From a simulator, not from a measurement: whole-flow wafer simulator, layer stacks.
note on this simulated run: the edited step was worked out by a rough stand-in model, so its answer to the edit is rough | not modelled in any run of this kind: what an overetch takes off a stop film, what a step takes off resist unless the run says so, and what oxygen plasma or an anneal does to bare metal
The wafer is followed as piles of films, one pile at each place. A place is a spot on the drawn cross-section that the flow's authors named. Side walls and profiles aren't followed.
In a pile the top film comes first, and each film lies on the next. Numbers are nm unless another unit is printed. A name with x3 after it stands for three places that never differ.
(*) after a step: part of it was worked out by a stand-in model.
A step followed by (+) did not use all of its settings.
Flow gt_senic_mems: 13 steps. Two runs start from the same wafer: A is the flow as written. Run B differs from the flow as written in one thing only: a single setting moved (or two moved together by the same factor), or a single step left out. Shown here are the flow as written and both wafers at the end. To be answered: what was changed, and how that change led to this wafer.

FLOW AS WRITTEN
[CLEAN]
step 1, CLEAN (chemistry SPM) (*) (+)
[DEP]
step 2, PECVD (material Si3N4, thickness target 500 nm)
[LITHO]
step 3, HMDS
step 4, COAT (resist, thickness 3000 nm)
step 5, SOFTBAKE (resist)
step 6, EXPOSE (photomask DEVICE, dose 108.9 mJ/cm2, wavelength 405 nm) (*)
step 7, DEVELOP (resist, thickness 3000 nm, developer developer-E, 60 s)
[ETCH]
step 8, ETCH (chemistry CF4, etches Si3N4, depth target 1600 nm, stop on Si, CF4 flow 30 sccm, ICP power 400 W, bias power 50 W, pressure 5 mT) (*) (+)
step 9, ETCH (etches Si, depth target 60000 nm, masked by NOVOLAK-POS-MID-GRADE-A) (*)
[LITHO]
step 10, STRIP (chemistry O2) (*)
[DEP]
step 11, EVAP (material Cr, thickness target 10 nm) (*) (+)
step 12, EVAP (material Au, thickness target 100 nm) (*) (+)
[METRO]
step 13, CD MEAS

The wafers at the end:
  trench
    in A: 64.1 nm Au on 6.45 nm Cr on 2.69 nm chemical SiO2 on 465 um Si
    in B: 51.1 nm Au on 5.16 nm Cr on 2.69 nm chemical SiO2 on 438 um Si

What caused this: step 9, ETCH: depth target 87000 nm was run, though the flow has depth target 60000 nm.

The path from the change to this, step by step:
  step 9, ETCH (etches Si, depth target 60000 nm, masked by NOVOLAK-POS-MID-GRADE-A) (*)
      field: A resist loses 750 | B resist loses 1087.5
      trench: A Si loses 60 um | B Si loses 87 um
  step 10, STRIP (chemistry O2) (*)
      field: A resist loses 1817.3 (all of it) | B resist loses 1479.8 (all of it)
  step 11, EVAP (material Cr, thickness target 10 nm) (*) (+)
      trench: A Cr gains 6.45 (new film) | B Cr gains 5.16 (new film)
  step 12, EVAP (material Au, thickness target 100 nm) (*) (+)
      trench: A Au gains 64.1 (new film) | B Au gains 51.1 (new film)
